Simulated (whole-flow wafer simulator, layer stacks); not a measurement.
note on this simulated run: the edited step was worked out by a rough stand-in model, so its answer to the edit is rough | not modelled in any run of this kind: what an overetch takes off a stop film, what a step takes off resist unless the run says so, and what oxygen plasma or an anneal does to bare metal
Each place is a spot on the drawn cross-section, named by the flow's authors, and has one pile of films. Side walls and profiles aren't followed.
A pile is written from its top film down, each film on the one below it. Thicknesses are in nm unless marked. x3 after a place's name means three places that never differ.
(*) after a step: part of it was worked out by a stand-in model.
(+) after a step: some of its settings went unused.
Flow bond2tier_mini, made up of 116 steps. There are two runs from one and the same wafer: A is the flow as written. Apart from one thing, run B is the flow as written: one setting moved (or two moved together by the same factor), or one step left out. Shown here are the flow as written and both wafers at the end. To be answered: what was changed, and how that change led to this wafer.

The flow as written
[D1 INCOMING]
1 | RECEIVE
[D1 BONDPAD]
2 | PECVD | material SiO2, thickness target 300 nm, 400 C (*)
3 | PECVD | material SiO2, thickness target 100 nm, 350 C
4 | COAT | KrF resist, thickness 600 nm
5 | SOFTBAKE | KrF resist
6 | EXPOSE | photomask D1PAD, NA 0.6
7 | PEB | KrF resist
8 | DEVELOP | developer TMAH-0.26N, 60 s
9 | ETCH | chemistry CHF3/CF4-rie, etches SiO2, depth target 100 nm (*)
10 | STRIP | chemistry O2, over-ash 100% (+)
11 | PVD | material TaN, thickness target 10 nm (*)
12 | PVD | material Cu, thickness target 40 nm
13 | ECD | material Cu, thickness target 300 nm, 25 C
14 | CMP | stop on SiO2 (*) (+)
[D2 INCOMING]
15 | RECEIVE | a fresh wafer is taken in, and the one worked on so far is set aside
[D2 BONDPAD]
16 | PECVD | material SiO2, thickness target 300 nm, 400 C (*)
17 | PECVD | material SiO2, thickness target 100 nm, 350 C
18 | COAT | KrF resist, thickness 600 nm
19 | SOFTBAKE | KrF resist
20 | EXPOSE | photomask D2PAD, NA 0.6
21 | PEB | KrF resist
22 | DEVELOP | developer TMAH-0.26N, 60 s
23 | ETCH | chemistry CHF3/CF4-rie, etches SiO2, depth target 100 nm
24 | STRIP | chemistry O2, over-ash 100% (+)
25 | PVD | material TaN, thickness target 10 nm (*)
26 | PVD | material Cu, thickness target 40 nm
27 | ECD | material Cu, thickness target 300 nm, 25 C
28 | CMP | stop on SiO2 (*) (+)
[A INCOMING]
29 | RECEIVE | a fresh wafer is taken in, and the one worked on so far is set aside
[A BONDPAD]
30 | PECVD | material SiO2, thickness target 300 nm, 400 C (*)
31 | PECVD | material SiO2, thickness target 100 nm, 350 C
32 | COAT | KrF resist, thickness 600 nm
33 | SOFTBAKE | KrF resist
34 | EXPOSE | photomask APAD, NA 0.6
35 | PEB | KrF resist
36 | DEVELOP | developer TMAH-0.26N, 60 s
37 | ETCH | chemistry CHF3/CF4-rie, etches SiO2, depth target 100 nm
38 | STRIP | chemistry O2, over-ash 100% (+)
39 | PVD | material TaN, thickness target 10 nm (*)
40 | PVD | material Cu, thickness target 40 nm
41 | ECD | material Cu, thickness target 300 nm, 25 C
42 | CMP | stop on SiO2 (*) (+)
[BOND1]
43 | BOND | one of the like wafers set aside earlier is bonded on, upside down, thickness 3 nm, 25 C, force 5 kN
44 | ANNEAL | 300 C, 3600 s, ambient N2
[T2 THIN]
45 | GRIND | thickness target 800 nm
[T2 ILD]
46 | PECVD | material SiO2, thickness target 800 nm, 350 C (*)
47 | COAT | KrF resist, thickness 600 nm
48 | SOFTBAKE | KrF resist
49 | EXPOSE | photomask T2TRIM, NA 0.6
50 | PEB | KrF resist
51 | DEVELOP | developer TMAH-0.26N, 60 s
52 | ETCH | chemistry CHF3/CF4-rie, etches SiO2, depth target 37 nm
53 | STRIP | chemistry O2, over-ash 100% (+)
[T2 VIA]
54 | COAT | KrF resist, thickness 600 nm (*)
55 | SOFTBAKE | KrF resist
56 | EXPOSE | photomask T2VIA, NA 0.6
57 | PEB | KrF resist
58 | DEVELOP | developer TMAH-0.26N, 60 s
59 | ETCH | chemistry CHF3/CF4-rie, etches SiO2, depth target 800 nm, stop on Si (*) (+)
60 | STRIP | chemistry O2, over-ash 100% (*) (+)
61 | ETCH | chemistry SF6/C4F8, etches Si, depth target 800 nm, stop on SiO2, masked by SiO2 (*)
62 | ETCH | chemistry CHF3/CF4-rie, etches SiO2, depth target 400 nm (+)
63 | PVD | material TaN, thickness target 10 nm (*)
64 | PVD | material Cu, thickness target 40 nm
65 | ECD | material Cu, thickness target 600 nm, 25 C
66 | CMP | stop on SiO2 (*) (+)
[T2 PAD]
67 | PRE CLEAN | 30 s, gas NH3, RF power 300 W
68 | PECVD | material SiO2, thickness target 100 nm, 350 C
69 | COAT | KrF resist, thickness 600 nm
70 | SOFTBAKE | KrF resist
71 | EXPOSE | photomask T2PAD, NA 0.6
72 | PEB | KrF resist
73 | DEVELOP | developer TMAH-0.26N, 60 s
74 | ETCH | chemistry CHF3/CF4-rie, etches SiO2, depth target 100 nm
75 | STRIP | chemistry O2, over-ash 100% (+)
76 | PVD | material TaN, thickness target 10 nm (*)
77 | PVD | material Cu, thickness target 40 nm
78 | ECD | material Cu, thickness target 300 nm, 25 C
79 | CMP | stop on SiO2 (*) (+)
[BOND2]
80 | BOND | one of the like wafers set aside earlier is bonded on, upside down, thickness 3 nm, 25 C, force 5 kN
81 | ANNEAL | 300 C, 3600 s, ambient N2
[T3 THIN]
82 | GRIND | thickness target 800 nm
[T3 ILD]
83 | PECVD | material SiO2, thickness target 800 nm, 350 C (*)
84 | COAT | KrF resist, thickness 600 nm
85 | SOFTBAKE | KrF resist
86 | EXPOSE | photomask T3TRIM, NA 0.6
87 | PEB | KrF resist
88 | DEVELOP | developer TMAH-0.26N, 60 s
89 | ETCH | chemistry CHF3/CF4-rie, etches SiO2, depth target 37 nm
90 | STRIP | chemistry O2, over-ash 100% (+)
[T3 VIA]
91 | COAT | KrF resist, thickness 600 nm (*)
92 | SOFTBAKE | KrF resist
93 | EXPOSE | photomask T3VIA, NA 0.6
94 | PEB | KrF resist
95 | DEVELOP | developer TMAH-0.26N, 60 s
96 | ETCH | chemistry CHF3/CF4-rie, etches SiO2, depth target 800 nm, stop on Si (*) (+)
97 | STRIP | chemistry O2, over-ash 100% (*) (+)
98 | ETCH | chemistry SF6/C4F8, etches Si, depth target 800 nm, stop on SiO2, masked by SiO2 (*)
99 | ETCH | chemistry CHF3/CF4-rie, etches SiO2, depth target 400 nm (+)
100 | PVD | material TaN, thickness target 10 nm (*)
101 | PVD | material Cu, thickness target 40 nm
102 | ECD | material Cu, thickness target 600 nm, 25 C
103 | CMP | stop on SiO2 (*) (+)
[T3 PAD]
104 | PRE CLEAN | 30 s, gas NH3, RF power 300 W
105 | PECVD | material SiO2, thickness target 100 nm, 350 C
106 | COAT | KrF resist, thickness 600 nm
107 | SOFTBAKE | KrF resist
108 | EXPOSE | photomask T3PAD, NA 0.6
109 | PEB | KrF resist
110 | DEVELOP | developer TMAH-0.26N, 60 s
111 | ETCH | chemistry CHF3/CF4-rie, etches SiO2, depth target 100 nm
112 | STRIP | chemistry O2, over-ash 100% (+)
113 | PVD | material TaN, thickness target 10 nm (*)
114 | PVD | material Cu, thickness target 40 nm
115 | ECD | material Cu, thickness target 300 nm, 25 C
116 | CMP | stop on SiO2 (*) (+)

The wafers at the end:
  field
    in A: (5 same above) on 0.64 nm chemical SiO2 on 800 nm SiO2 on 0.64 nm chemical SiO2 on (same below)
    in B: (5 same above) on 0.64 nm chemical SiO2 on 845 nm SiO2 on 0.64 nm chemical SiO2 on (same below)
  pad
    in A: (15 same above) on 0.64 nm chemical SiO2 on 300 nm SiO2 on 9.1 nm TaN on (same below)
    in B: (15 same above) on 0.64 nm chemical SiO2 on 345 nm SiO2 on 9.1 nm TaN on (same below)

The reason: step 2, PECVD: thickness target 345 nm was run, though the flow has thickness target 300 nm.
The wafer lets one read it off: pad has SiO2 345, and step 2 as written asks for 300 nm.

How this came from the change, step by step:
  2 | PECVD | material SiO2, thickness target 300 nm, 400 C (*)
      field, pad, via: A SiO2 gains 300 (new film) | B SiO2 gains 345 (new film)
  43 | BOND | one of the like wafers set aside earlier is bonded on, upside down, thickness 3 nm, 25 C, force 5 kN
      field: A Si gains 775 um (new film), chemical SiO2 gains 0.64 (new film), SiO2 gains 400 | B Si gains 775 um (new film), chemical SiO2 gains 0.64 (new film), SiO2 gains 445
      pad: A Si gains 775 um (new film), chemical SiO2 gains 0.64 (new film), SiO2 gains 300 (new film), TaN gains 9.1 (new film), Cu gains 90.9 | B Si gains 775 um (new film), chemical SiO2 gains 0.64 (new film), SiO2 gains 345 (new film), TaN gains 9.1 (new film), Cu gains 90.9
      (as well as at 1 more place)
